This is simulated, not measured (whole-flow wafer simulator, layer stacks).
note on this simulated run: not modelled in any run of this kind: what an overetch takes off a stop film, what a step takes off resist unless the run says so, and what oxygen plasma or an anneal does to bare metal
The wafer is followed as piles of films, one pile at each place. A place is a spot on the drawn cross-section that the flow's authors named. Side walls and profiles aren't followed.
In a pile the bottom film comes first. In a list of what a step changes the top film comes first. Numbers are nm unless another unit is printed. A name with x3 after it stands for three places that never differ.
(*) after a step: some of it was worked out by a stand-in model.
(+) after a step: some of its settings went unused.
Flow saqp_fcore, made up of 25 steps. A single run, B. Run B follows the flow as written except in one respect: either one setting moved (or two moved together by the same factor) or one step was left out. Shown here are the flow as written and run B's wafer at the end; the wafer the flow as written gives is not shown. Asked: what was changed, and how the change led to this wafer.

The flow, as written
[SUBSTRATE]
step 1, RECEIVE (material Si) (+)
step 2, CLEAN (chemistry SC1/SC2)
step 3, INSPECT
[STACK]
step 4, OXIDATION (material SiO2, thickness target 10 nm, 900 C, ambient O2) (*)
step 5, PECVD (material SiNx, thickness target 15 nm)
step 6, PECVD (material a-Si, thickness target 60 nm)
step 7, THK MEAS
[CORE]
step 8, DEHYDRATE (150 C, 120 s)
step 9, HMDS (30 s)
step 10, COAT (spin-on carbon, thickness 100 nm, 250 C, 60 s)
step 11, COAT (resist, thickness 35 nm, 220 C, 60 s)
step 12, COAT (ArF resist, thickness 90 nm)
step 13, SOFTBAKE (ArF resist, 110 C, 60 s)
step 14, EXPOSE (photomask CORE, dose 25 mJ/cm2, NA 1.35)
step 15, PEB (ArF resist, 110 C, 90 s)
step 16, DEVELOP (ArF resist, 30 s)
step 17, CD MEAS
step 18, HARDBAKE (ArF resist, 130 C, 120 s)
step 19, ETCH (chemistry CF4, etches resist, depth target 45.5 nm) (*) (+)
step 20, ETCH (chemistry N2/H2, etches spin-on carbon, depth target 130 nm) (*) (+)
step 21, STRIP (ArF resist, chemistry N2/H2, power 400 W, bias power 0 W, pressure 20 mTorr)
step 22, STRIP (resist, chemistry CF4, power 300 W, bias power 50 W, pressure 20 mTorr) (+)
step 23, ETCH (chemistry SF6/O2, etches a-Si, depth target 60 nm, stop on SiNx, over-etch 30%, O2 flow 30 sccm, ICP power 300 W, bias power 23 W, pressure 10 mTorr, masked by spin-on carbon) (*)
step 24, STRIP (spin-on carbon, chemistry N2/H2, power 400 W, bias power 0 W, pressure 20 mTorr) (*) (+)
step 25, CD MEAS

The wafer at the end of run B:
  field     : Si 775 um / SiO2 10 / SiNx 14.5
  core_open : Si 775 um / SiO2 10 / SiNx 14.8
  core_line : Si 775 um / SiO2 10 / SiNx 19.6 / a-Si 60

Cause: step 5, PECVD: thickness target 19.6 nm was run, whereas the flow has thickness target 15 nm.
The wafer lets one read it off: core_line has SiNx 19.6, and step 5 as written asks for 15 nm.

How this came from the change, step by step:
  step 5, PECVD (material SiNx, thickness target 15 nm)
      field, core_open, core_line: SiNx gains 19.6 (new film) (it would be, as written: SiNx gains 15 (new film))
